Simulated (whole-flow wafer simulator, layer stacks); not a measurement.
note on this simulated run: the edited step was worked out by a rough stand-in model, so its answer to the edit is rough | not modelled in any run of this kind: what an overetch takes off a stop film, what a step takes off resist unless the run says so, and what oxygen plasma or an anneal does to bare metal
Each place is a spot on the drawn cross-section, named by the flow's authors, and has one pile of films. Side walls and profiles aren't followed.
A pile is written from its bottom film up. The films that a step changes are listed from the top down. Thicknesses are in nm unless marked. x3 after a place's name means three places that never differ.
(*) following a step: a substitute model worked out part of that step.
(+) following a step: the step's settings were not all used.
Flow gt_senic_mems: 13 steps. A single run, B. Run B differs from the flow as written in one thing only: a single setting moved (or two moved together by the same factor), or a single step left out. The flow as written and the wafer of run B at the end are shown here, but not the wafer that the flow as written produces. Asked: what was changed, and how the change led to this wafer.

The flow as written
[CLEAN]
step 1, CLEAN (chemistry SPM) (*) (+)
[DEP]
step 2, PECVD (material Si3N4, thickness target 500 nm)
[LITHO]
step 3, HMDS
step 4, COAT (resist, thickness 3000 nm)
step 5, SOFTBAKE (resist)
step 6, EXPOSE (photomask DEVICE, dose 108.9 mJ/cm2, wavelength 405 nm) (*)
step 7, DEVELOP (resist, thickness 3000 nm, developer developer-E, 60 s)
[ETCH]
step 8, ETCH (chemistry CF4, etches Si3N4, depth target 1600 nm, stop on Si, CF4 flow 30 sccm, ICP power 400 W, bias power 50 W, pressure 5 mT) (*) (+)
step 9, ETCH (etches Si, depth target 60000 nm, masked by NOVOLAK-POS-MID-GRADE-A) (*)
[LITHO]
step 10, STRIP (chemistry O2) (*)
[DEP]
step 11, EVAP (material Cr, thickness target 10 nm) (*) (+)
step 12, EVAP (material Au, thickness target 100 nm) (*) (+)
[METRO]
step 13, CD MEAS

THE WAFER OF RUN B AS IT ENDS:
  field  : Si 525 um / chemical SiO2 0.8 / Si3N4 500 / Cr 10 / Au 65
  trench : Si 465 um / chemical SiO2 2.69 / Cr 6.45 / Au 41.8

The reason: step 12, EVAP: thickness target 65 nm was run, whereas the flow has thickness target 100 nm.
The wafer lets one read it off: field has Au 65, and step 12 as written asks for 100 nm.

The path from the change to this, step by step:
  step 12, EVAP (material Au, thickness target 100 nm) (*) (+)
      field: +65 Au (new film) (in the flow as written it would be: +100 Au (new film))
      trench: +41.8 Au (new film) (in the flow as written it would be: +64.1 Au (new film))
